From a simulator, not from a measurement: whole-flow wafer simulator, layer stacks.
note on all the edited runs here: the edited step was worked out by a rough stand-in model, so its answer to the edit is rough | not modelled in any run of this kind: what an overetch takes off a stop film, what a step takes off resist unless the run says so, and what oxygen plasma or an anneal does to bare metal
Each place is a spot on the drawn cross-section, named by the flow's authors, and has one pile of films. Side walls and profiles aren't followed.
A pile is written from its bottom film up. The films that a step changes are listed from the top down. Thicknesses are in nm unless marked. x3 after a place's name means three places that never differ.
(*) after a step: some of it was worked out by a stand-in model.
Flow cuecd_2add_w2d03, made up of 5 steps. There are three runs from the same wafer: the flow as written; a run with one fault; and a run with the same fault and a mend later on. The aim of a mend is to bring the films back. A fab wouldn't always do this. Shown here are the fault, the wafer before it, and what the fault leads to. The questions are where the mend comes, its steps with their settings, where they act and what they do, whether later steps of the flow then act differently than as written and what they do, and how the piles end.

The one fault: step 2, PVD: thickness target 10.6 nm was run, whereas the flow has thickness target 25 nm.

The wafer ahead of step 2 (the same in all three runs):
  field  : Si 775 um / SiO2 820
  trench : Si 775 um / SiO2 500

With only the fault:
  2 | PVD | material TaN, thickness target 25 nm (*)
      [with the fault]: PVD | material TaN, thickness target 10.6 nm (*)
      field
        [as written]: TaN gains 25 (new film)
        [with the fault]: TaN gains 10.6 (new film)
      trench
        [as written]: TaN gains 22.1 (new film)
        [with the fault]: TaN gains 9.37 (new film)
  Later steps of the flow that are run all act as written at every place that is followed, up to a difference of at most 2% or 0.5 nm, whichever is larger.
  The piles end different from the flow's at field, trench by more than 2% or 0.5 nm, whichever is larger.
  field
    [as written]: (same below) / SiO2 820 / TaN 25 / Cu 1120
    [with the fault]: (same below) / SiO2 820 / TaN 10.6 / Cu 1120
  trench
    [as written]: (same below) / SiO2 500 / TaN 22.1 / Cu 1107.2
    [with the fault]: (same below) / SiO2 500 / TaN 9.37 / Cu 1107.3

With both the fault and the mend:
  The mend stands after step 2.
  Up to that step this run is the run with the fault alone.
  2a | PVD | material TaN, thickness target 14.4 nm (*) (a further turn of the flow's step 2, with different settings)
      field
        TaN gains 14.4
      trench
        TaN gains 12.7
  Later steps of the flow that are run all act as written at every place that is followed.
  The piles end the same as the flow's at every place that both follow.
